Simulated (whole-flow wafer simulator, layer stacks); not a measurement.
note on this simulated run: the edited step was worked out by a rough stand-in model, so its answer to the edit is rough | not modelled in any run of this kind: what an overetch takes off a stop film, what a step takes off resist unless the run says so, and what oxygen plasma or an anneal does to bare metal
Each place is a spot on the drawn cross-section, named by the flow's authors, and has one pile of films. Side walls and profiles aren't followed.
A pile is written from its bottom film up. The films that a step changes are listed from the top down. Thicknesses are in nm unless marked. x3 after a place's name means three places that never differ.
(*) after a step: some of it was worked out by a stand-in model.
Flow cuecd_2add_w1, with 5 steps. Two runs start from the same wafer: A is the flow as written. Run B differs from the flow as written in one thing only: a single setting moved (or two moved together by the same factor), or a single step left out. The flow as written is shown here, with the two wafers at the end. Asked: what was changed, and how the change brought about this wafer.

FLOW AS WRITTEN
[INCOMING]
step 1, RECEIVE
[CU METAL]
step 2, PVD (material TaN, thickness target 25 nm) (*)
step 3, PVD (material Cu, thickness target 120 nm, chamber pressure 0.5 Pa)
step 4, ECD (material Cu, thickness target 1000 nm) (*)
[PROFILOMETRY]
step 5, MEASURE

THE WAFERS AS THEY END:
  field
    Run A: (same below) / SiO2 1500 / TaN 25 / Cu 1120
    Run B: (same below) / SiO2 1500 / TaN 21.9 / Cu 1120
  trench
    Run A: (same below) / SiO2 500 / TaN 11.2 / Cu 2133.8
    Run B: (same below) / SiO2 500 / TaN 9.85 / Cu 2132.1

The reason: step 2, PVD: thickness target 21.9 nm was run, though the flow has thickness target 25 nm.
One can read it off the wafer: field has TaN 21.9, and step 2 as written asks for 25 nm.

The path from the change to this, step by step:
  step 2, PVD (material TaN, thickness target 25 nm) (*)
      field: A TaN gains 25 (new film) | B TaN gains 21.9 (new film)
      trench: A TaN gains 11.2 (new film) | B TaN gains 9.85 (new film)
